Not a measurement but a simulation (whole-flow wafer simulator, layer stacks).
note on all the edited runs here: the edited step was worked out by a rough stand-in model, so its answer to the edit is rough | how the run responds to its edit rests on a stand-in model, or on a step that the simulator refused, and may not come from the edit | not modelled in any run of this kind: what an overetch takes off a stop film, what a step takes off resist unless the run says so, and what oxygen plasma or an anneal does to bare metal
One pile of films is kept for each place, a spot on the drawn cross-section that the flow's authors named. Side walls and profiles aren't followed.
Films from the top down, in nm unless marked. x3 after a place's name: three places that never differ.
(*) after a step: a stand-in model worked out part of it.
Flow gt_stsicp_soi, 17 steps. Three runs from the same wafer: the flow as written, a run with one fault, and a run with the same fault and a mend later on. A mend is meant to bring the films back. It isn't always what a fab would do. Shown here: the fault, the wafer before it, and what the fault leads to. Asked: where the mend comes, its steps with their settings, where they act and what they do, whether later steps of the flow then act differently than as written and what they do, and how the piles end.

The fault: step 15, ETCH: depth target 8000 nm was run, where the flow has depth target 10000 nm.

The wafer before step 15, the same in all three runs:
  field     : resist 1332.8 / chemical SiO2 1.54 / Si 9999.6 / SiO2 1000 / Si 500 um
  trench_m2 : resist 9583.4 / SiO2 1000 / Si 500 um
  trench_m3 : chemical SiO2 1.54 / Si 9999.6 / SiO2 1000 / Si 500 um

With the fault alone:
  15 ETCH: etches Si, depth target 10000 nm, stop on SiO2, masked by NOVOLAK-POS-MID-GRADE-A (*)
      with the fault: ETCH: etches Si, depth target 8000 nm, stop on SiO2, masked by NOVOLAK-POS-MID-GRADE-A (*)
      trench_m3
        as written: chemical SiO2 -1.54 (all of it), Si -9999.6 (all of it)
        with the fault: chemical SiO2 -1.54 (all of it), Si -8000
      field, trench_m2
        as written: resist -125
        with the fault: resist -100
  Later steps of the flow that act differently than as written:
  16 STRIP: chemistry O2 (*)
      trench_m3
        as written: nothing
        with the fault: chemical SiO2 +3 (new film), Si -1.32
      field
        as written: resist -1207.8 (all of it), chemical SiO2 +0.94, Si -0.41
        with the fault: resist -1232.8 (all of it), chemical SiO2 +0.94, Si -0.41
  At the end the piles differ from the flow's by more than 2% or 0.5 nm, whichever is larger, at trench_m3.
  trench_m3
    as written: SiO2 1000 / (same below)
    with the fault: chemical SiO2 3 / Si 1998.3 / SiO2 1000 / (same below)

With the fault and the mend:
  The mend comes after step 15.
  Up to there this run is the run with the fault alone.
  15a ETCH: etches Si, depth target 2000 nm, stop on SiO2, masked by NOVOLAK-POS-MID-GRADE-A (*) (the flow's step 15 once more, with other settings)
      field, trench_m2
        resist -25
      trench_m3
        Si -1999.6 (all of it)
  No later step of the flow acts differently than as written at any place that is followed.
  At the end the piles are the same as the flow's at every place that both follow.
